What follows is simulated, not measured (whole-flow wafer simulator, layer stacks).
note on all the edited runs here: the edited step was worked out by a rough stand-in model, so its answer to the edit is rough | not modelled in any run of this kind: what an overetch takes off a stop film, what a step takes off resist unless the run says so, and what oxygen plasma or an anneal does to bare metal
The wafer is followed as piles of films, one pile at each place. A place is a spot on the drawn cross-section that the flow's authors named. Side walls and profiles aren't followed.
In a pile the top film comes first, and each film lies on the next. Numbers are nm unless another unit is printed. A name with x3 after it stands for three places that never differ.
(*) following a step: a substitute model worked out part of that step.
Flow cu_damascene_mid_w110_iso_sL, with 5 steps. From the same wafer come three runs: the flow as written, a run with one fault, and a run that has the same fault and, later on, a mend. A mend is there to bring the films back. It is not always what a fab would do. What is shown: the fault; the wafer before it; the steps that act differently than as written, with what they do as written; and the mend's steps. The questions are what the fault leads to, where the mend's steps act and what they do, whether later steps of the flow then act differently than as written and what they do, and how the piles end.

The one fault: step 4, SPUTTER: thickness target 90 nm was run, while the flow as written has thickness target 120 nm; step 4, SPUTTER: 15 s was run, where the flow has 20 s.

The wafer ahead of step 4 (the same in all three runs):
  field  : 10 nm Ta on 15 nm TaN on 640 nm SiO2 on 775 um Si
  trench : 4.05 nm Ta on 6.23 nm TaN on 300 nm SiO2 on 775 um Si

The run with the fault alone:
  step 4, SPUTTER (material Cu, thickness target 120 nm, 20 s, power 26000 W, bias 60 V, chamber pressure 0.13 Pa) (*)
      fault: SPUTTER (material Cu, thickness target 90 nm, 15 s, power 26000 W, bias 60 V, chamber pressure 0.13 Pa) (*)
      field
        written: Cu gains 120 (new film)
        fault: Cu gains 90 (new film)
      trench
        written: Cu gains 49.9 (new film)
        fault: Cu gains 37.5 (new film)
  Steps later in the flow that act otherwise than as written:
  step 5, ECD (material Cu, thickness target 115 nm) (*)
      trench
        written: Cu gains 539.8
        fault: Cu gains 522.3
  The piles end different from the flow's at field, trench by more than 2% or 0.5 nm, whichever is larger.
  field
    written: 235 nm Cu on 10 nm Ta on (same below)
    fault: 205 nm Cu on 10 nm Ta on (same below)
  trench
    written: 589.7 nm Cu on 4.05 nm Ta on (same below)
    fault: 559.7 nm Cu on 4.05 nm Ta on (same below)

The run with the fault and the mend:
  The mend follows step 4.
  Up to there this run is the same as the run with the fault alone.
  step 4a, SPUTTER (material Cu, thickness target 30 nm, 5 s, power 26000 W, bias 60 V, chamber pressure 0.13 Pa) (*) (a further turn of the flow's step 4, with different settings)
      field
        Cu gains 30
      trench
        Cu gains 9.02
  None of the later steps of the flow differs from how it acts as written, at any place that is followed, by more than 2% or 0.5 nm, whichever is larger.
  At every place that both follow, the piles at the end match the flow's.
